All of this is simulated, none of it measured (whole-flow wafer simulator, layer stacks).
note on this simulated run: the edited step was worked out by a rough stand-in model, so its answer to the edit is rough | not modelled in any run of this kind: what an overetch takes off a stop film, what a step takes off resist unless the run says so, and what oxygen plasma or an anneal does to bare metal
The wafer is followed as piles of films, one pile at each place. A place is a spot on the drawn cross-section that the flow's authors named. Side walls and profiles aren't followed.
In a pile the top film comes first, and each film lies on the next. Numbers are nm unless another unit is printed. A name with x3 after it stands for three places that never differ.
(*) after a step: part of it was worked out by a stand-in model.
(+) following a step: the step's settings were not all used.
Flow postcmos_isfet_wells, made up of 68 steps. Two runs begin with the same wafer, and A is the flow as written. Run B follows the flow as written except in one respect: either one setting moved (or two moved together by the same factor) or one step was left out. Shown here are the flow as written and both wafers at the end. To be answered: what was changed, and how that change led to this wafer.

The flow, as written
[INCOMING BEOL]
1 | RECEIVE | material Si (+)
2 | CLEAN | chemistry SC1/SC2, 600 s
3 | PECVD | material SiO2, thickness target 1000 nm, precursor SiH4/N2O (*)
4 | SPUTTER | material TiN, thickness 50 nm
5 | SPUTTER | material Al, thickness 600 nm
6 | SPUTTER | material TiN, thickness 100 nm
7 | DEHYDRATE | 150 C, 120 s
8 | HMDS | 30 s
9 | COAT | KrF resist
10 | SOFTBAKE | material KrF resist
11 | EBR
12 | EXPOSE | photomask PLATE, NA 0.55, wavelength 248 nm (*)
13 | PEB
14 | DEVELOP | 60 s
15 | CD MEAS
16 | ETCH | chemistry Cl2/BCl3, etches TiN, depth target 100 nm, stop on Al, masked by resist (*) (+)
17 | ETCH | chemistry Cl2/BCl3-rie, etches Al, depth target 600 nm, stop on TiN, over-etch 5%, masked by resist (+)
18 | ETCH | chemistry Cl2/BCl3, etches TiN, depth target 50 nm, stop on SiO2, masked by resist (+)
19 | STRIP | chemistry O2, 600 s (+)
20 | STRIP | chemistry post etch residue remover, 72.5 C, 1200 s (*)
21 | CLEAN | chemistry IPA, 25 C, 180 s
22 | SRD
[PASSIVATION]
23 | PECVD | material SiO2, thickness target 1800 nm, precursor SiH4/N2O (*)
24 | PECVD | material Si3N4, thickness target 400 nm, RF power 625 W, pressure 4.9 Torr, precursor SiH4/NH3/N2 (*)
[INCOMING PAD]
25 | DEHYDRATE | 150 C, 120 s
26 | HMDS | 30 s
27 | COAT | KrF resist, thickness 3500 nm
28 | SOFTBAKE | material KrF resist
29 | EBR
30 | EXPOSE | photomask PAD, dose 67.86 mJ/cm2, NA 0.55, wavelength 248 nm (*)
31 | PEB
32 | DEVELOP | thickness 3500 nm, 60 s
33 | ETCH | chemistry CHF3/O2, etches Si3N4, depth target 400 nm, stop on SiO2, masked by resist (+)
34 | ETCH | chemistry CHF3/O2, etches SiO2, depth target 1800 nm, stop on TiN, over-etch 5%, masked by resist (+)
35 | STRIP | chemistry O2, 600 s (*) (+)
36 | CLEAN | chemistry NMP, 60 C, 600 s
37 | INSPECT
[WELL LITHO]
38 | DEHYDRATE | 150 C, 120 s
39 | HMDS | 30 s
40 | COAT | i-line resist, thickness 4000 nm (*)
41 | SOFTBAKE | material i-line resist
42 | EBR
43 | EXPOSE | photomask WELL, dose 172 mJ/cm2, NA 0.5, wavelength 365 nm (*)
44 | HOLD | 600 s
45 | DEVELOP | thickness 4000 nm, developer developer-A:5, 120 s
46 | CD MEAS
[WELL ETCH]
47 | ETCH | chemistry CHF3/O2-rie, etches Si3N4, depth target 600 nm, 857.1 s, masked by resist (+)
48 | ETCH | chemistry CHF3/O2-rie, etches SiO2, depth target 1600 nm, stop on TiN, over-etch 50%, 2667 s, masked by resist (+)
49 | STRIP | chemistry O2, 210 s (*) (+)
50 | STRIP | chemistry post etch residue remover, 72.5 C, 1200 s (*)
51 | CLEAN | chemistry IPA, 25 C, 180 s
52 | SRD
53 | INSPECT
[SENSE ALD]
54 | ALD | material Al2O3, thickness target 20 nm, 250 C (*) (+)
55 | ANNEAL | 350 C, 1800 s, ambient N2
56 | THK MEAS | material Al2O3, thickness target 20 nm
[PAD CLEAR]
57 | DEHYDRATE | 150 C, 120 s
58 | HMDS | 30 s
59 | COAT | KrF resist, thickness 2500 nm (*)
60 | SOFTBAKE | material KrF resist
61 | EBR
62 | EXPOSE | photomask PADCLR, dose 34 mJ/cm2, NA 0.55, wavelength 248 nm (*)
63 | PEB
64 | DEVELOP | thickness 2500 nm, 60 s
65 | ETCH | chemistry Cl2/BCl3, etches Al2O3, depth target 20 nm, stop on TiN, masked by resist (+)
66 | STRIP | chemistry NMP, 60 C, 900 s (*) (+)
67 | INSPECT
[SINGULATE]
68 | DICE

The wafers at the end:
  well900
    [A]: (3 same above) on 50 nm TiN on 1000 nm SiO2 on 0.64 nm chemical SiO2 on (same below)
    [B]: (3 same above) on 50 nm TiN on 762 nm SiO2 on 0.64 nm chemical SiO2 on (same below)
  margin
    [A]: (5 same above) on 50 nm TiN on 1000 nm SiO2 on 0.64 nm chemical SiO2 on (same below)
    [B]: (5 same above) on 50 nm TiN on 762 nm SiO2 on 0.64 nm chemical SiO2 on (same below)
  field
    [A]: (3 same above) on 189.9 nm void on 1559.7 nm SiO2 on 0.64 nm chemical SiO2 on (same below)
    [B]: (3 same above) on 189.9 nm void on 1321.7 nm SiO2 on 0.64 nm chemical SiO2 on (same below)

What caused this: step 3, PECVD: thickness target 762 nm was run, though the flow has thickness target 1000 nm.
One can read it off the wafer: well900 has SiO2 762, and step 3 as written asks for 1000 nm.

Step by step, how the change led to this:
  3 | PECVD | material SiO2, thickness target 1000 nm, precursor SiH4/N2O (*)
      field, margin, well900, well1300 x3, pad_rim, pad_clr, pad_open: A SiO2 gains 1000 (new film) | B SiO2 gains 762 (new film)
